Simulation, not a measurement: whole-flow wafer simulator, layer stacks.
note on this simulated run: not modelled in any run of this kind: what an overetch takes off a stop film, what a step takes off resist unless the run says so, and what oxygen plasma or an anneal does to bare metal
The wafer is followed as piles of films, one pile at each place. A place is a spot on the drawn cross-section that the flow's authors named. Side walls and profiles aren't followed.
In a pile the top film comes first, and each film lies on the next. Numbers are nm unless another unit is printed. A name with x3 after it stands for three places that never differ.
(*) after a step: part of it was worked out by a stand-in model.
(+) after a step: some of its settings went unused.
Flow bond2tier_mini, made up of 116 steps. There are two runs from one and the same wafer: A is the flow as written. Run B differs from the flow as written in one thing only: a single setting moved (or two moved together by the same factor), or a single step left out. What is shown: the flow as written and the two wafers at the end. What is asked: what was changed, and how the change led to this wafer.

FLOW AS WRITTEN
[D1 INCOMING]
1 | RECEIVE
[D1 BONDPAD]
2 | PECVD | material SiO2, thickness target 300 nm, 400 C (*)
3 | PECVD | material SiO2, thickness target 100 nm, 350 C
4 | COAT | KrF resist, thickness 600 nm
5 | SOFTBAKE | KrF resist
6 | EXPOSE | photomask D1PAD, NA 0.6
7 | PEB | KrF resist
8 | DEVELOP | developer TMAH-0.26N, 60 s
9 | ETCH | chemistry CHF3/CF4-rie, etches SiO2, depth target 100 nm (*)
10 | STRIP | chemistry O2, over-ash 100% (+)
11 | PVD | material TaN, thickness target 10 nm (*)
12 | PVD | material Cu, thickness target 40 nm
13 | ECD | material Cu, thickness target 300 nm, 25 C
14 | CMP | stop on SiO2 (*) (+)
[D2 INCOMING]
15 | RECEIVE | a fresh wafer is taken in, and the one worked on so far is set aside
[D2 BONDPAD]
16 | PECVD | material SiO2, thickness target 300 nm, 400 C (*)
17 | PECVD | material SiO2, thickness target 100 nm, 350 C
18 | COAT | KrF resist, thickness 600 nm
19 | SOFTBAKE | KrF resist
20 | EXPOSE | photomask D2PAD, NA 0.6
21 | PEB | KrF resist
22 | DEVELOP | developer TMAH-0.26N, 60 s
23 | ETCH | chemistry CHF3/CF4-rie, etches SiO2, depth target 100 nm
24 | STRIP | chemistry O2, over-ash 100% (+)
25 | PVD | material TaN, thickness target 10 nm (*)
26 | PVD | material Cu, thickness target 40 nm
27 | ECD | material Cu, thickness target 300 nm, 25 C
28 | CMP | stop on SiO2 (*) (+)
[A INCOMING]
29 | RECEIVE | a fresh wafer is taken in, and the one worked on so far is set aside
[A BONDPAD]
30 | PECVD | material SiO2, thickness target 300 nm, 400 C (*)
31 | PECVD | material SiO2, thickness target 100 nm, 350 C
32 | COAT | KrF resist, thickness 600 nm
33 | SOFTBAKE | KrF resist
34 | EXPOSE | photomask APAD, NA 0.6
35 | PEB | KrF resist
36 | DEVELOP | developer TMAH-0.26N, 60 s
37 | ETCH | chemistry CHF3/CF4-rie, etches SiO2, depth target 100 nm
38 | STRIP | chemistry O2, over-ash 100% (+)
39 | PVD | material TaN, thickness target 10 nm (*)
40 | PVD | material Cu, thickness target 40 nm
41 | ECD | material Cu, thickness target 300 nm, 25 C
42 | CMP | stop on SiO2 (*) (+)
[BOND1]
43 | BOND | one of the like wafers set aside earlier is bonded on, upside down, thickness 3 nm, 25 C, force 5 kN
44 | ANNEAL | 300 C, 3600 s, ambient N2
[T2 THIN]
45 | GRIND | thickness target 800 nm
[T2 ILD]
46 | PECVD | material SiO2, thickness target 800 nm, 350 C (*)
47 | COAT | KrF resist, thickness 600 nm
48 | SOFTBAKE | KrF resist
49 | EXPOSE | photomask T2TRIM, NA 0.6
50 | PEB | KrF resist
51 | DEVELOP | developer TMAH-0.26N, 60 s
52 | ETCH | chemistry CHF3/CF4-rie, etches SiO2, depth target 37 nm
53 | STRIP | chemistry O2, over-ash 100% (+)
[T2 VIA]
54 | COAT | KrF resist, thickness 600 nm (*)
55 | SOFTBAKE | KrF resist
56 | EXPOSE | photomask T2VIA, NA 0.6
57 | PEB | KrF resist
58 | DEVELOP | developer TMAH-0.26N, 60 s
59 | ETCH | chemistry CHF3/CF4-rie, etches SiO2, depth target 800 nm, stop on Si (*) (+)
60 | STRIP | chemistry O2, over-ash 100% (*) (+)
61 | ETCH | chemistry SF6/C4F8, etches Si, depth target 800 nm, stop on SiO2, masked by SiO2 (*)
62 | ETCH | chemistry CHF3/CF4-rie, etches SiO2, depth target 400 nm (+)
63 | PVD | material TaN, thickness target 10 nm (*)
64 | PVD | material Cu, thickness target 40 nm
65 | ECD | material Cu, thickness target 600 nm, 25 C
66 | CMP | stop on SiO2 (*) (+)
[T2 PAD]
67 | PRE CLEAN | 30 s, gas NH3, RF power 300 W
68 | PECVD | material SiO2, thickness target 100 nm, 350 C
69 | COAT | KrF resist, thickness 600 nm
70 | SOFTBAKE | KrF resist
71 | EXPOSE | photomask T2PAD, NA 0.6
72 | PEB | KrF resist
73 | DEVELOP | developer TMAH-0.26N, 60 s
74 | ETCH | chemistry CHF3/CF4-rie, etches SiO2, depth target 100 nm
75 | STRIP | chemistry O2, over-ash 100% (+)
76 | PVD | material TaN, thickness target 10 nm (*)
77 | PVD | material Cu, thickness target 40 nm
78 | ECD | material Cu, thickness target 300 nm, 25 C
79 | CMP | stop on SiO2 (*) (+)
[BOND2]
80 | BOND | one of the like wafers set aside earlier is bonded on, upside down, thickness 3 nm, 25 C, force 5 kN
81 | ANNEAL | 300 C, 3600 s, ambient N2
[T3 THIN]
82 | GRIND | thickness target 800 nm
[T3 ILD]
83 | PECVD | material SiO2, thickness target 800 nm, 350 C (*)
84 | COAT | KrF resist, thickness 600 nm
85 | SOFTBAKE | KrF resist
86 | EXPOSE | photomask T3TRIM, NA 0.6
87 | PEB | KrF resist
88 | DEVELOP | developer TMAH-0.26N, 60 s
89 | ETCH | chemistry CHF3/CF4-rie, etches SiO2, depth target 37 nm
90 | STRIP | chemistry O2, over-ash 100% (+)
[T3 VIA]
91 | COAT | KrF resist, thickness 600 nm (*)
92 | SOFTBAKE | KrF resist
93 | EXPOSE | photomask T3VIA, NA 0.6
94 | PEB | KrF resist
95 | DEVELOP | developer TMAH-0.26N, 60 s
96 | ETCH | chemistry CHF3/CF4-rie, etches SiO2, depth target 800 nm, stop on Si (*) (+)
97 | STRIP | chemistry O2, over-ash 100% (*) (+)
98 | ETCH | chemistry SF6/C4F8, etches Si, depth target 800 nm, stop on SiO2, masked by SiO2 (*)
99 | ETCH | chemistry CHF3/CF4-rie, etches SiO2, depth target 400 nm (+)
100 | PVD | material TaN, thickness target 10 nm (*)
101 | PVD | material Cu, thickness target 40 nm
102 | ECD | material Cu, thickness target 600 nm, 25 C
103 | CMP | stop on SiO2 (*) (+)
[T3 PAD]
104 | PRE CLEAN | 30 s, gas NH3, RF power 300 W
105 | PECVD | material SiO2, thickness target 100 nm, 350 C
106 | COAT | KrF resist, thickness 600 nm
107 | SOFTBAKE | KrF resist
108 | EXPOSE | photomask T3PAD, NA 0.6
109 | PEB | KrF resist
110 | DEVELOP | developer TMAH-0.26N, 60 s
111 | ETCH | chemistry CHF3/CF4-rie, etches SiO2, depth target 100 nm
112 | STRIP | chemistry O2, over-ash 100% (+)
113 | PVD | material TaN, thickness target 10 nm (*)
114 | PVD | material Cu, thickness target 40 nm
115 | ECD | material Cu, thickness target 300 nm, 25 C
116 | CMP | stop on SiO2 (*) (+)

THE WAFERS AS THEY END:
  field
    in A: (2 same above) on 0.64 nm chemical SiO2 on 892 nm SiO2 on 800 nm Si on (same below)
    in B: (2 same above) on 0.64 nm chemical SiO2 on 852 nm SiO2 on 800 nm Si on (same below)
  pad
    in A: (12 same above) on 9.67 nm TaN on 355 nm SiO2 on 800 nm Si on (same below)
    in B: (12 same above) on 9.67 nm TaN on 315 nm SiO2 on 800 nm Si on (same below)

The reason: step 62, ETCH: depth target 440 nm was run, whereas the flow has depth target 400 nm.

How this came from the change, step by step:
  62 | ETCH | chemistry CHF3/CF4-rie, etches SiO2, depth target 400 nm (+)
      field, pad: A SiO2 loses 400 | B SiO2 loses 440
